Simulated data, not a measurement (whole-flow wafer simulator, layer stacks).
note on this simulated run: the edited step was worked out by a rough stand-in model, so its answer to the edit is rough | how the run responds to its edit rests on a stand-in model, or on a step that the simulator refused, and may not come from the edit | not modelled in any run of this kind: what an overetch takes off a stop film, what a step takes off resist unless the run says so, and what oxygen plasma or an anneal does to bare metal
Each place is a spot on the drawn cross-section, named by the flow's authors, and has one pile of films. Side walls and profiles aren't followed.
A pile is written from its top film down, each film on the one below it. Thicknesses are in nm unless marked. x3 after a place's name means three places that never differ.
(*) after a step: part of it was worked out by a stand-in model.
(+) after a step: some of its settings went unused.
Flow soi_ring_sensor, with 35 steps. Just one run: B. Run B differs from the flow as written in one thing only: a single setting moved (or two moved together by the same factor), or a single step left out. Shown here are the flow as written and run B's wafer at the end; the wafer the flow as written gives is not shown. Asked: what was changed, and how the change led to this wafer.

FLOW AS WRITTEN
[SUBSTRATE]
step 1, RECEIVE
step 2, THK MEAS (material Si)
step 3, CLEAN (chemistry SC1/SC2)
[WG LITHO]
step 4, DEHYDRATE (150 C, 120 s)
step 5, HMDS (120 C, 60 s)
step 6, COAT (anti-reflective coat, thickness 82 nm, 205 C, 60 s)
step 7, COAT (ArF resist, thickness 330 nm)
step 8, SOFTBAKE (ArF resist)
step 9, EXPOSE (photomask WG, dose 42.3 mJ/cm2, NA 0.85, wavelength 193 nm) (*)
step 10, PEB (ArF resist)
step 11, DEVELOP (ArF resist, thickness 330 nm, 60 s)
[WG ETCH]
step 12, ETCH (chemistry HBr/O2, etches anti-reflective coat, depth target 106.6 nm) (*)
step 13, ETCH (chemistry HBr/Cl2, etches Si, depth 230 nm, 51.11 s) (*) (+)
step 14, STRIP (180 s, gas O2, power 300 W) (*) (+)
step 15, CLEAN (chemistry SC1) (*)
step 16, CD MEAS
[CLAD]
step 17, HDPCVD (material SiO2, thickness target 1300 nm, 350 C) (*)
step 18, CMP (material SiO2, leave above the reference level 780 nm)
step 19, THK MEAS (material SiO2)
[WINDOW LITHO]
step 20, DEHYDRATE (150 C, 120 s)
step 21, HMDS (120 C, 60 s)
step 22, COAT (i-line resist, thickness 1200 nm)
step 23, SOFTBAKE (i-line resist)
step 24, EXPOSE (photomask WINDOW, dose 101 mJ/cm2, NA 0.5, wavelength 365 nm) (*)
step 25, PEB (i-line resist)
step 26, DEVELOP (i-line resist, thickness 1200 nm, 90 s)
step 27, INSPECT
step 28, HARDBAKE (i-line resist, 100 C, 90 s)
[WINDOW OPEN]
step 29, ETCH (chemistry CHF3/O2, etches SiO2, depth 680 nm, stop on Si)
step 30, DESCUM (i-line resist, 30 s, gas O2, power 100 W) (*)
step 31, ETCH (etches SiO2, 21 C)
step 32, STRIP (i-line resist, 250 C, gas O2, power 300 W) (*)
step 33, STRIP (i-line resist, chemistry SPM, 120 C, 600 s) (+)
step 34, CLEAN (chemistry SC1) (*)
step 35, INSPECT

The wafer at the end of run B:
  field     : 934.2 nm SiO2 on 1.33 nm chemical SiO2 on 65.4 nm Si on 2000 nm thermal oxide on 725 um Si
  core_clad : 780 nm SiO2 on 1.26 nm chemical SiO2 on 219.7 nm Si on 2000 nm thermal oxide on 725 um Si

The reason: step 13, ETCH: depth 154 nm was run, though the flow has depth 230 nm; step 13, ETCH: 34.24 s was run, where the flow has 51.11 s.

How this came from the change, step by step:
  step 13, ETCH (chemistry HBr/Cl2, etches Si, depth 230 nm, 51.11 s) (*) (+)
      gap, window, field, gap_clad: -154 Si (it would be, as written: -220 Si (all of it), -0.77 thermal oxide)
      core, core_clad: -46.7 ArF resist (it would be, as written: -69.7 ArF resist)
  step 14, STRIP (180 s, gas O2, power 300 W) (*) (+)
      gap, window, field, gap_clad: +1.33 chemical SiO2 (new film), -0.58 Si (it would be, as written: nothing)
      core, core_clad: -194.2 ArF resist (all of it), -82 anti-reflective coat (all of it), +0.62 chemical SiO2, -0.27 Si (it would be, as written: -171.2 ArF resist (all of it), -82 anti-reflective coat (all of it), +0.63 chemical SiO2, -0.28 Si)
  step 18, CMP (material SiO2, leave above the reference level 780 nm)
      gap, window, field, gap_clad: -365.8 SiO2 (it would be, as written: -298.2 SiO2)
